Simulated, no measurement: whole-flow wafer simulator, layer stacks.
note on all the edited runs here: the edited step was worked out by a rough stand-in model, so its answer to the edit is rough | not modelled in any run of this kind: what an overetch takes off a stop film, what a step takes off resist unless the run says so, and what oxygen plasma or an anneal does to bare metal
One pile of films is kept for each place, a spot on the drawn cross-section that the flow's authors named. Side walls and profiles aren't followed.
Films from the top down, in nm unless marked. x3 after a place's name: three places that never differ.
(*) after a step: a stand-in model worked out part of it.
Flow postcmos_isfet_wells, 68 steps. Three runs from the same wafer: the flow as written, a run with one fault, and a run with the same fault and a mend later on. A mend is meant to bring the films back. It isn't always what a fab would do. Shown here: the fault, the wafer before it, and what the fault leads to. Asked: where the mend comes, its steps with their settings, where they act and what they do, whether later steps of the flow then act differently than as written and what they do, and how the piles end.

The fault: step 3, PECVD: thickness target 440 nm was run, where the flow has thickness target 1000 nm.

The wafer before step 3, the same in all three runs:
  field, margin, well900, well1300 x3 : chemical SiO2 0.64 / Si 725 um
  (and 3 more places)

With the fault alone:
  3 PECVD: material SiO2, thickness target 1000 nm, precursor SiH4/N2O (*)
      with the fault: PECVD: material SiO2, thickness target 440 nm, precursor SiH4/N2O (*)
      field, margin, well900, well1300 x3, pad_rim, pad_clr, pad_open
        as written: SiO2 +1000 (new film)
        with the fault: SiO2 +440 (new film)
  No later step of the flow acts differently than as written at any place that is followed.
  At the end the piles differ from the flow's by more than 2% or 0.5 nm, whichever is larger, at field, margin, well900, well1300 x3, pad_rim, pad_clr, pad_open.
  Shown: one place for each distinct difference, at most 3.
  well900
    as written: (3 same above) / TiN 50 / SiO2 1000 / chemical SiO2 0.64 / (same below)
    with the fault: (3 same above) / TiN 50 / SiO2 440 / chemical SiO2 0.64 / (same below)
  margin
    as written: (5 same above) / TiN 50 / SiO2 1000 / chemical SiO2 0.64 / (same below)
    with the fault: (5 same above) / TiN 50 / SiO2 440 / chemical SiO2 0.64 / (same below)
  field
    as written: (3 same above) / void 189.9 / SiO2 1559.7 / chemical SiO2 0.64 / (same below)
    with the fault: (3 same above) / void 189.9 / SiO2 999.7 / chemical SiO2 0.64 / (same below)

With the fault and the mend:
  The mend comes after step 3.
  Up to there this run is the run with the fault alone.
  3a PECVD: material SiO2, thickness target 560 nm, precursor SiH4/N2O (*) (the flow's step 3 once more, with other settings)
      field, margin, well900, well1300 x3, pad_rim, pad_clr, pad_open
        SiO2 +560
  No later step of the flow acts differently than as written at any place that is followed.
  At the end the piles are the same as the flow's at every place that both follow.
